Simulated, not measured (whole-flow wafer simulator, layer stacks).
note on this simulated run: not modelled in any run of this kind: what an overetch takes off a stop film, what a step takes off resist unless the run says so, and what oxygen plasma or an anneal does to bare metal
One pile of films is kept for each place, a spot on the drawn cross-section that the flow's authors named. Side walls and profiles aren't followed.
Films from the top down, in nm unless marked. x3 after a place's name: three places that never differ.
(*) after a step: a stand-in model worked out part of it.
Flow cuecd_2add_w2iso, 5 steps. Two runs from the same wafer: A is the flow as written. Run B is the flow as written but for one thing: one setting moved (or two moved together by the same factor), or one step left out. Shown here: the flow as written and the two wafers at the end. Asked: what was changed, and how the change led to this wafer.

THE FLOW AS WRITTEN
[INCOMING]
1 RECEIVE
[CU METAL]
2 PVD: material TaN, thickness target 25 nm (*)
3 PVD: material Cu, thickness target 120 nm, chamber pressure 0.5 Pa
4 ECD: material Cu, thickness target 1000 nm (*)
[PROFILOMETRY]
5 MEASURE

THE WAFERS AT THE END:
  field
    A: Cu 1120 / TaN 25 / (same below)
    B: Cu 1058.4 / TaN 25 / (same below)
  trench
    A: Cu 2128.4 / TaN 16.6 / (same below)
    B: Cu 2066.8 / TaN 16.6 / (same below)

The cause: step 3, PVD: thickness target 58.4 nm was run, where the flow has thickness target 120 nm.

How the change led to this, step by step:
  3 PVD: material Cu, thickness target 120 nm, chamber pressure 0.5 Pa
      field: A Cu +120 (new film) | B Cu +58.4 (new film)
      trench: A Cu +80.8 (new film) | B Cu +39.5 (new film)
